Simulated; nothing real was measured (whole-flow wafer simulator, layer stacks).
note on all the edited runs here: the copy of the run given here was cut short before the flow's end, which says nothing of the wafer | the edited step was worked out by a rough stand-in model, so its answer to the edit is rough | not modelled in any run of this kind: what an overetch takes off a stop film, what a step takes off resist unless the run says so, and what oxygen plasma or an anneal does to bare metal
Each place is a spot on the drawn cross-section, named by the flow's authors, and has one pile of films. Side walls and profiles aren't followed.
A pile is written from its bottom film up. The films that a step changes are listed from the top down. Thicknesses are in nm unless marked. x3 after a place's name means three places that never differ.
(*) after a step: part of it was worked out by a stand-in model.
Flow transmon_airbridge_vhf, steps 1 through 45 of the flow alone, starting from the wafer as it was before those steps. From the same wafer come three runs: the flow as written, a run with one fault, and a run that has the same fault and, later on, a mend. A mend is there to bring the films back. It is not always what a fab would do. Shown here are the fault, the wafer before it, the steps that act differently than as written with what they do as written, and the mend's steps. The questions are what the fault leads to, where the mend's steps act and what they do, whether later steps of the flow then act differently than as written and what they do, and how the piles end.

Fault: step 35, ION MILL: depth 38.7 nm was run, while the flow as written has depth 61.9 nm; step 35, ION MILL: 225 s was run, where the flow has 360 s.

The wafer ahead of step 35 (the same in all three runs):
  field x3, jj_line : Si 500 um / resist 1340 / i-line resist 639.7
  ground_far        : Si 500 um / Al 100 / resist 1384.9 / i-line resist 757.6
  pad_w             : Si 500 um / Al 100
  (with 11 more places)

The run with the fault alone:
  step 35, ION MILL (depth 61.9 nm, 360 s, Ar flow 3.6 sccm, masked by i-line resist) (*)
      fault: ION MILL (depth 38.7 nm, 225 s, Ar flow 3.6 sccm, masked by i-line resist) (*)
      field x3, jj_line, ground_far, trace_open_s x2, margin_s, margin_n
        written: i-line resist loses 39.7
        fault: i-line resist loses 24.8
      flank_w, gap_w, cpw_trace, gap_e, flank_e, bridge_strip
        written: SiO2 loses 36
        fault: SiO2 loses 22.5
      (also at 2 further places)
  Steps later in the flow that act otherwise than as written (3 other steps are not shown; they differ only slightly, by no more than 2% or 0.5 nm, whichever is larger):
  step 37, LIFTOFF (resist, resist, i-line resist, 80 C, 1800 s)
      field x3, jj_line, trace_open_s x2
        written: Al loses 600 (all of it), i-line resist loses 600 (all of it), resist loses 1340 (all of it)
        fault: Al loses 600 (all of it), i-line resist loses 614.9 (all of it), resist loses 1340 (all of it)
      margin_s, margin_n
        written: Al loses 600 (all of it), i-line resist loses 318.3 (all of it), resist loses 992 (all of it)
        fault: Al loses 600 (all of it), i-line resist loses 333.2 (all of it), resist loses 992 (all of it)
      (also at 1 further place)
  The piles end different from the flow's at pad_w, pad_e by more than 2% or 0.5 nm, whichever is larger.
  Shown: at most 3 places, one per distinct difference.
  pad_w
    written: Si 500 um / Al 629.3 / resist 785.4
    fault: Si 500 um / Al 652.6 / resist 781.6

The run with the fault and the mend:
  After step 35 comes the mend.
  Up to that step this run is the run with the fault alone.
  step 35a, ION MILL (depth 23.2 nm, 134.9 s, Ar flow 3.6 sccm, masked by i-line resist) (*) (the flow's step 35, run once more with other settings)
      field x3, jj_line, ground_far, trace_open_s x2, margin_s, margin_n
        i-line resist loses 14.9
      flank_w, gap_w, cpw_trace, gap_e, flank_e, bridge_strip
        SiO2 loses 13.5
      pad_w, pad_e
        Al loses 23.2
  None of the later steps of the flow acts differently than as written at any place that is followed.
  The piles end only slightly different from the flow's at the places that both follow, by no more than 2% or 0.5 nm, whichever is larger.
